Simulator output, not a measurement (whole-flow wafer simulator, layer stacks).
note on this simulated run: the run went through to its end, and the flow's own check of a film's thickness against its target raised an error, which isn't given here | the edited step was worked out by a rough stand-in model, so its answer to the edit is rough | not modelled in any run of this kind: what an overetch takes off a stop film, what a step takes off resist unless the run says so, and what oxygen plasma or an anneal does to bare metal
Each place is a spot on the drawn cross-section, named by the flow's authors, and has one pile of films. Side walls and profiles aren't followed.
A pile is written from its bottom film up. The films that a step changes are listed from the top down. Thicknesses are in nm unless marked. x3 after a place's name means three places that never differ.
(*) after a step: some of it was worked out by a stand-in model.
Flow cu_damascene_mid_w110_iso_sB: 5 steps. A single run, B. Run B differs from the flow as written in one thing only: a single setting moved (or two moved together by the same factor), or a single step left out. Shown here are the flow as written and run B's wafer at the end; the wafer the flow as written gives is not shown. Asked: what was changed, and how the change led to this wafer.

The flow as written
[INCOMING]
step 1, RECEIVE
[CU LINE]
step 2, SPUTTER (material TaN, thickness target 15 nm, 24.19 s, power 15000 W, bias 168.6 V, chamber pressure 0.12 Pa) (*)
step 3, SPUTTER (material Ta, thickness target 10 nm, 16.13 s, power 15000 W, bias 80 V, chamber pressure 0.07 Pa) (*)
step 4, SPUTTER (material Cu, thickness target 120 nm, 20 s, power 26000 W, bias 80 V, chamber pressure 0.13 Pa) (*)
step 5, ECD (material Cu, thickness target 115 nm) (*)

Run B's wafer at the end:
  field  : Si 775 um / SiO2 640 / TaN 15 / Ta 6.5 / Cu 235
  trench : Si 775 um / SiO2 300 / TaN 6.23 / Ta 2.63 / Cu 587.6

Cause: step 3, SPUTTER: thickness target 6.5 nm was run, while the flow as written has thickness target 10 nm; step 3, SPUTTER: 10.48 s was run, where the flow has 16.13 s.
One can read it off the wafer: field has Ta 6.5, and step 3 as written asks for 10 nm.

Step by step, how the change led to this:
  step 3, SPUTTER (material Ta, thickness target 10 nm, 16.13 s, power 15000 W, bias 80 V, chamber pressure 0.07 Pa) (*)
      field: +6.5 Ta (new film) (in the flow as written it would be: +10 Ta (new film))
      trench: +2.63 Ta (new film) (in the flow as written it would be: +4.05 Ta (new film))
